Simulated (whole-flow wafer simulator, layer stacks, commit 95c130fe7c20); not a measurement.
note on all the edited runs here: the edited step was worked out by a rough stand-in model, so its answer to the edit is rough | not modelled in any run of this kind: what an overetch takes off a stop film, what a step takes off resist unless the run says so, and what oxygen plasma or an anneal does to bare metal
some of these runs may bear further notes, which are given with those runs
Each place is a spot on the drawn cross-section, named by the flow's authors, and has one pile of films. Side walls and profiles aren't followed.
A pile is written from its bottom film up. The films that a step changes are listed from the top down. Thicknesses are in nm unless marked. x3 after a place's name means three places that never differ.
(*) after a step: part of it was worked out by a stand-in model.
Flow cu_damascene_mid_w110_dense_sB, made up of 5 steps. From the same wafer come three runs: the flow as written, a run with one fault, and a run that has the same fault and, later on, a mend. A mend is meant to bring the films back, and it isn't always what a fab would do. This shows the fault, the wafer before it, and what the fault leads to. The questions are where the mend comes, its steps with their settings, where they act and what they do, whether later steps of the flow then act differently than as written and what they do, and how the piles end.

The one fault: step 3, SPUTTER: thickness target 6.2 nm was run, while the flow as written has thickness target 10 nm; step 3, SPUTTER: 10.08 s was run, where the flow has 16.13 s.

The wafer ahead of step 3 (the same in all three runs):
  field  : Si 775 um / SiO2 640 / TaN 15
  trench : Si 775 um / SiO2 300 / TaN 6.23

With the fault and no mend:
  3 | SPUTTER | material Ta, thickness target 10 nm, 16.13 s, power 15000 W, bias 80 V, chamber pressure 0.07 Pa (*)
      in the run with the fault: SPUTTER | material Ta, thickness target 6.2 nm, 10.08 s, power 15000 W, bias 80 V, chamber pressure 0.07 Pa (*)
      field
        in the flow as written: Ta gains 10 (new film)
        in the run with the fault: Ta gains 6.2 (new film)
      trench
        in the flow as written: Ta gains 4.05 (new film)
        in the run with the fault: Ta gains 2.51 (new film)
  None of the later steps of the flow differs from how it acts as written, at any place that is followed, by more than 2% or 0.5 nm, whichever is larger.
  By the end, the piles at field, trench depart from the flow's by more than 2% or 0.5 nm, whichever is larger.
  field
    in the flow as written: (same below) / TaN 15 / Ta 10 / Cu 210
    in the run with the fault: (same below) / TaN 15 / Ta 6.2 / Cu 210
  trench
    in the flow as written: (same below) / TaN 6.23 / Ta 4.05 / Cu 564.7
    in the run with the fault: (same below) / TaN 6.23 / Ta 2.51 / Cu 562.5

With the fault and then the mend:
  After step 3 comes the mend.
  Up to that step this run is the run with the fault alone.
  3a | SPUTTER | material Ta, thickness target 3.8 nm, 6.129 s, power 15000 W, bias 80 V, chamber pressure 0.07 Pa (*) (a further turn of the flow's step 3, with different settings)
      field
        Ta gains 3.8
      trench
        Ta gains 1.5
  None of the later steps of the flow acts differently than as written at any place that is followed.
  When the end is reached, the piles differ only a little from the flow's at the places that both follow, at most by 2% or 0.5 nm, whichever is larger.
